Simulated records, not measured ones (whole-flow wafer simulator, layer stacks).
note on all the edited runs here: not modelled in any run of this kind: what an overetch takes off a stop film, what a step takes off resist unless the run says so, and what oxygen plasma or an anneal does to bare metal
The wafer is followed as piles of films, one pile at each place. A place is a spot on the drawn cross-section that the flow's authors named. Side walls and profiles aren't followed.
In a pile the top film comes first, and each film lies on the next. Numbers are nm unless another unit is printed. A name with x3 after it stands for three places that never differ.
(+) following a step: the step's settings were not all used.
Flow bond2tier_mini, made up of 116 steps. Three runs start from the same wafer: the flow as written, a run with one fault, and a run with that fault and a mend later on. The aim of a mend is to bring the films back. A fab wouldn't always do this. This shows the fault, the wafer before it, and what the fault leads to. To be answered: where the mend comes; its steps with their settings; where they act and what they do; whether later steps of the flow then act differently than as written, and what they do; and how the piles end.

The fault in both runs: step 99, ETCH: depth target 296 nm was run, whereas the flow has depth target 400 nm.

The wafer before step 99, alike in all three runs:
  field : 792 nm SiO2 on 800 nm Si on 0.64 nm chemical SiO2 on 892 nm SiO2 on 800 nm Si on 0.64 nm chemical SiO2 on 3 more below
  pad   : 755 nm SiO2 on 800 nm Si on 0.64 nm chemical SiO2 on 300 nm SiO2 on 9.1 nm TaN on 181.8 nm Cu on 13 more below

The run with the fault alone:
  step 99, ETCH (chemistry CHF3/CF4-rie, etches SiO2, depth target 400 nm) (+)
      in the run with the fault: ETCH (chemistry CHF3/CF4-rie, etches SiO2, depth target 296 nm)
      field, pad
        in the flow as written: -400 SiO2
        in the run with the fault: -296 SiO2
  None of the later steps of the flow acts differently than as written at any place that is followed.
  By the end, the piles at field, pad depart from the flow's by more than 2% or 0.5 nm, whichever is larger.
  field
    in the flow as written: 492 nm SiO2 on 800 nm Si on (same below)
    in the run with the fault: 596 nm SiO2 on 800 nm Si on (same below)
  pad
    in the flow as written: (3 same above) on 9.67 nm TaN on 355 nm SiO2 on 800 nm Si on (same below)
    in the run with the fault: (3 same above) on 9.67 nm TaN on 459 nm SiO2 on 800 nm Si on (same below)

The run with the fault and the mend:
  The mend stands after step 99.
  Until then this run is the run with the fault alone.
  step 99a, ETCH (chemistry CHF3/CF4-rie, etches SiO2, depth target 104 nm) (+) (the flow's step 99, run once more with other settings)
      field, pad
        -104 SiO2
  None of the later steps of the flow acts differently than as written at any place that is followed.
  By the end, the piles equal the flow's at every place that both follow.
